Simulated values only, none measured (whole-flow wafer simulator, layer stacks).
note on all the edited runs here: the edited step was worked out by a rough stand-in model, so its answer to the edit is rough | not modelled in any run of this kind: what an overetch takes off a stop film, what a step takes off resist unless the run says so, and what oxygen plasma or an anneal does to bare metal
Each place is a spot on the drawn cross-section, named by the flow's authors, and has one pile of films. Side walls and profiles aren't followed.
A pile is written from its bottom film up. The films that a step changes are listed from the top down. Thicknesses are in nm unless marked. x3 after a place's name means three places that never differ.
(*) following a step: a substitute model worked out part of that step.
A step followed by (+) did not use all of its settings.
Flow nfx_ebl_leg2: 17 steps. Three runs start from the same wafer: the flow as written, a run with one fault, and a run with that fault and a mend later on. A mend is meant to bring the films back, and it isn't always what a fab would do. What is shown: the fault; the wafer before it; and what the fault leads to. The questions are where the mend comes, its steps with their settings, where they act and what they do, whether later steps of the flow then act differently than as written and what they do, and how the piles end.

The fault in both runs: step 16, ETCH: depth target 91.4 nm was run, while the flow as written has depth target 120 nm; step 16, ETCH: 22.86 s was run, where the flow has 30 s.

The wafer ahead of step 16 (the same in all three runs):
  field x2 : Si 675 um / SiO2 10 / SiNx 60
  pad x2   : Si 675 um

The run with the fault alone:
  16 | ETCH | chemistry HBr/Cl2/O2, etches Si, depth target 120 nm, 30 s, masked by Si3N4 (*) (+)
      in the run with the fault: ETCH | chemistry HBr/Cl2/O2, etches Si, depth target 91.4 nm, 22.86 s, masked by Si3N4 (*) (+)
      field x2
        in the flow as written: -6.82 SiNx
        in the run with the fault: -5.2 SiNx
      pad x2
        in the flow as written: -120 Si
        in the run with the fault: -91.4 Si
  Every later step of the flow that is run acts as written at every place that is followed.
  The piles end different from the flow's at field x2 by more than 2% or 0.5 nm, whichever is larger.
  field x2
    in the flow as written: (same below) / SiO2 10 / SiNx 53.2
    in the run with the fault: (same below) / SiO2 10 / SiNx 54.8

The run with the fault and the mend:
  The mend follows step 17.
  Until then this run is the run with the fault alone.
  17a | ETCH | chemistry HBr/Cl2/O2, etches Si, depth target 28.6 nm, 7.14 s, masked by Si3N4 (*) (+) (a further turn of the flow's step 16, with different settings)
      field x2
        -1.62 SiNx
      pad x2
        -28.6 Si
  Every later step of the flow that is run acts as written at every place that is followed.
  At every place that both follow, the piles at the end match the flow's.
